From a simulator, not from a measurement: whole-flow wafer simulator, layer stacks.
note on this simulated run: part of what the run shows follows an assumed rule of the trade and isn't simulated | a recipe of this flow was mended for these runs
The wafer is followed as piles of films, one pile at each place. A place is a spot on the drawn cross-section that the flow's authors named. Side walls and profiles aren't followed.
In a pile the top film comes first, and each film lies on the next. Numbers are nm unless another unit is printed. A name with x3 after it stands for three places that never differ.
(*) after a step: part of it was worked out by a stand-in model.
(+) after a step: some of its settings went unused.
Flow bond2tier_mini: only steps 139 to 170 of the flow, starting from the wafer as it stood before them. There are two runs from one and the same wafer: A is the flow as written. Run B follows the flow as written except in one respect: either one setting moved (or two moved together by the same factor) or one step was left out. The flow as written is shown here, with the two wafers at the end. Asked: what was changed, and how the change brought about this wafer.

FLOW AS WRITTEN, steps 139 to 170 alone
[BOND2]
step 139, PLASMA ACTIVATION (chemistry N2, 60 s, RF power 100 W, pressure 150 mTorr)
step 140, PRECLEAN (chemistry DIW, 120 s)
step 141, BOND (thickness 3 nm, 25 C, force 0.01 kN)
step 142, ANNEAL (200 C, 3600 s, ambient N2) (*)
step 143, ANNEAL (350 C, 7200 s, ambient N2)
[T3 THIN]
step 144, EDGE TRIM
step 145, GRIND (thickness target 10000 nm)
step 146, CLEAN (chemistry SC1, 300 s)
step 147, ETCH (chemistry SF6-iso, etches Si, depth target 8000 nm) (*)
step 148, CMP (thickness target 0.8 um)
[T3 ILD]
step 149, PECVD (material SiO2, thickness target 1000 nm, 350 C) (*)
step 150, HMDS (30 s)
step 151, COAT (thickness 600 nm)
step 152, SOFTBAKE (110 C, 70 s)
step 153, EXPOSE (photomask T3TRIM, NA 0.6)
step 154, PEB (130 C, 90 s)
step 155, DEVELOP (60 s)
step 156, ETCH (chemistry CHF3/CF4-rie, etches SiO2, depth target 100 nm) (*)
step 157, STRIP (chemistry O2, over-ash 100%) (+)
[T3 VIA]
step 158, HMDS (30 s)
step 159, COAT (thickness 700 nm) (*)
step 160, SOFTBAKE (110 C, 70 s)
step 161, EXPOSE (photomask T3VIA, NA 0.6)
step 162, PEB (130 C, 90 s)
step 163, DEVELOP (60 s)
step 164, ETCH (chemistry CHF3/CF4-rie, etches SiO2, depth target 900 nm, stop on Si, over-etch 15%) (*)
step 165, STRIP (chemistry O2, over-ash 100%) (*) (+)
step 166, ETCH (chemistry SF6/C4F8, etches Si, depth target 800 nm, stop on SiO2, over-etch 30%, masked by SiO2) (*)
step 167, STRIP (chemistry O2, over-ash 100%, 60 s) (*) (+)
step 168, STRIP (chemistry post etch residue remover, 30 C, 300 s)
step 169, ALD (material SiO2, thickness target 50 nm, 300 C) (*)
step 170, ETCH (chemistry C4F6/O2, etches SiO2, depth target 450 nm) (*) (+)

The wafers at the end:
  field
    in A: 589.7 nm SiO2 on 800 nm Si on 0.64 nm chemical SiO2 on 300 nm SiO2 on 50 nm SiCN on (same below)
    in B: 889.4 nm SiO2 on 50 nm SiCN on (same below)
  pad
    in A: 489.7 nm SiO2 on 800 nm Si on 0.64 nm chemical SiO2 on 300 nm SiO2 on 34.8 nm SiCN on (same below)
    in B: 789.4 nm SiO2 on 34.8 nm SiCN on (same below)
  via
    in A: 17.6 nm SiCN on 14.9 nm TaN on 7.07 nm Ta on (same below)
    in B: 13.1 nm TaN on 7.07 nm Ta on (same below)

The reason: step 147, ETCH: depth target 10880 nm was run, though the flow has depth target 8000 nm.

How this came from the change, step by step:
  step 147, ETCH (chemistry SF6-iso, etches Si, depth target 8000 nm) (*)
      field, pad, via: A chemical SiO2 loses 0.6 (all of it), Si loses 8000 | B chemical SiO2 loses 0.6 (all of it), Si loses 9999.7 (all of it), chemical SiO2 loses 0.64 (all of it), SiO2 loses 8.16
  step 148, CMP (thickness target 0.8 um)
      field, pad, via: A Si loses 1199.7 | B nothing
  step 149, PECVD (material SiO2, thickness target 1000 nm, 350 C) (*)
      field, pad, via: A SiO2 gains 1000 (new film) | B SiO2 gains 1000
  step 164, ETCH (chemistry CHF3/CF4-rie, etches SiO2, depth target 900 nm, stop on Si, over-etch 15%) (*)
      via: A SiO2 loses 900 (all of it), Si loses 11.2 | B SiO2 loses 1035
  step 166, ETCH (chemistry SF6/C4F8, etches Si, depth target 800 nm, stop on SiO2, over-etch 30%, masked by SiO2) (*)
      via: A Si loses 788.8 (all of it), chemical SiO2 loses 0.64 (all of it), SiO2 loses 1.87 | B SiO2 loses 2.4
      field, pad: A SiO2 loses 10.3 | B SiO2 loses 2.4
  step 170, ETCH (chemistry C4F6/O2, etches SiO2, depth target 450 nm) (*) (+)
      via: A SiO2 loses 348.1 (all of it), SiCN loses 17.2 | B SiO2 loses 204.4 (all of it), SiCN loses 34.8 (all of it), TaN loses 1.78
